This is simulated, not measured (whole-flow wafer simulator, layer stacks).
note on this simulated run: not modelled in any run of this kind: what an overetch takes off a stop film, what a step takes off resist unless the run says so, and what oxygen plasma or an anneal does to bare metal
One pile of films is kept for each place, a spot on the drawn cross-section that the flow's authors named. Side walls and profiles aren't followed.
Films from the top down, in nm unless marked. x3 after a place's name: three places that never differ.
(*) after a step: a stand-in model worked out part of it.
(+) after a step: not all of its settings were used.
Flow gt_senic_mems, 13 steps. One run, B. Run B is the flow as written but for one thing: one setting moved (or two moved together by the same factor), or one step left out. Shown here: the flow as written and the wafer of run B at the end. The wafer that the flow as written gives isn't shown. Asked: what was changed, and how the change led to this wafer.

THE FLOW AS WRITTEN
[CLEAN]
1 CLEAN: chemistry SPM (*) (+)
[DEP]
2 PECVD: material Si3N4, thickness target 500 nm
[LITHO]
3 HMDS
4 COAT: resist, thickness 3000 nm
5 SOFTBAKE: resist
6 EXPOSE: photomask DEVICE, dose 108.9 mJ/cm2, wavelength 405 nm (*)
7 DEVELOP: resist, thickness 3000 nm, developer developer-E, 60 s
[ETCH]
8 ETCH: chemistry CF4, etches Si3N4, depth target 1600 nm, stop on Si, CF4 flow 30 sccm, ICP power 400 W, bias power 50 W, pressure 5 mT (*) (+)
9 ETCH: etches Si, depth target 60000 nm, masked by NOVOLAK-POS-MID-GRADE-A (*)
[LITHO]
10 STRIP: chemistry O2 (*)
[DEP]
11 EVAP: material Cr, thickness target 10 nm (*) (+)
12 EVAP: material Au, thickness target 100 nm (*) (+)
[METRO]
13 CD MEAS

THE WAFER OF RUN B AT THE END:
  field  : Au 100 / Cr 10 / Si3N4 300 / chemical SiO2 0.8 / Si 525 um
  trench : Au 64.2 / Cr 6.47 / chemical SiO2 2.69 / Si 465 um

The cause: step 2, PECVD: thickness target 300 nm was run, where the flow has thickness target 500 nm.
It can be read off the wafer: field has Si3N4 300, and step 2 as written asks for 500 nm.

How the change led to this, step by step:
  2 PECVD: material Si3N4, thickness target 500 nm
      field, trench: Si3N4 +300 (new film) (as written it would be: Si3N4 +500 (new film))
  8 ETCH: chemistry CF4, etches Si3N4, depth target 1600 nm, stop on Si, CF4 flow 30 sccm, ICP power 400 W, bias power 50 W, pressure 5 mT (*) (+)
      field: resist -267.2 (as written it would be: resist -400.5)
      trench: Si3N4 -300 (all of it), chemical SiO2 -0.8 (all of it) (as written it would be: Si3N4 -500 (all of it), chemical SiO2 -0.8 (all of it))
  10 STRIP: chemistry O2 (*)
      field: resist -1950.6 (all of it) (as written it would be: resist -1817.3 (all of it))
